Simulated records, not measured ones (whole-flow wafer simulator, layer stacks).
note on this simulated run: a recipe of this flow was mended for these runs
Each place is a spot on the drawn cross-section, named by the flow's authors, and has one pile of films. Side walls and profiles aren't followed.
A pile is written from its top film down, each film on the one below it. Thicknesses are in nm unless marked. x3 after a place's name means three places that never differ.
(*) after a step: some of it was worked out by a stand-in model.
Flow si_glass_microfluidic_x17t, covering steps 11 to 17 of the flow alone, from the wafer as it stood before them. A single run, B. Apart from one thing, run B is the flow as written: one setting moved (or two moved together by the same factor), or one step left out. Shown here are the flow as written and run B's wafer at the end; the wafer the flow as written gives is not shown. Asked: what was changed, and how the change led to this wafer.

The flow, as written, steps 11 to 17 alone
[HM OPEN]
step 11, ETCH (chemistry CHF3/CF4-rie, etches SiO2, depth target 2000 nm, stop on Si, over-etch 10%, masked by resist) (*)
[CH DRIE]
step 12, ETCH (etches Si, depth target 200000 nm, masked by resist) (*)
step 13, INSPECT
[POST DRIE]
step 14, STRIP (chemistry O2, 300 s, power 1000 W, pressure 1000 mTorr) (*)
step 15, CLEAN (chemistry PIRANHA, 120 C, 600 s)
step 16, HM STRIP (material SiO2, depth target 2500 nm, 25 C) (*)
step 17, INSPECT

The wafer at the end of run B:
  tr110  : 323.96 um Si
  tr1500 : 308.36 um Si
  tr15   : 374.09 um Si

Cause: step 11, ETCH: over-etch 16% was run, while the flow as written has over-etch 10%.

Step by step, how the change led to this:
  step 11, ETCH (chemistry CHF3/CF4-rie, etches SiO2, depth target 2000 nm, stop on Si, over-etch 10%, masked by resist) (*)
      tr110, tr1500, tr15: SiO2 loses 2000 (all of it), Si loses 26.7 (in the flow as written it would be: SiO2 loses 2000 (all of it), Si loses 16.7)
      land: thick-i-line-resist loses 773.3 (in the flow as written it would be: thick-i-line-resist loses 733.3)
  step 12, ETCH (etches Si, depth target 200000 nm, masked by resist) (*)
      tr15: Si loses 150 um (in the flow as written it would be: Si loses 149.99 um)
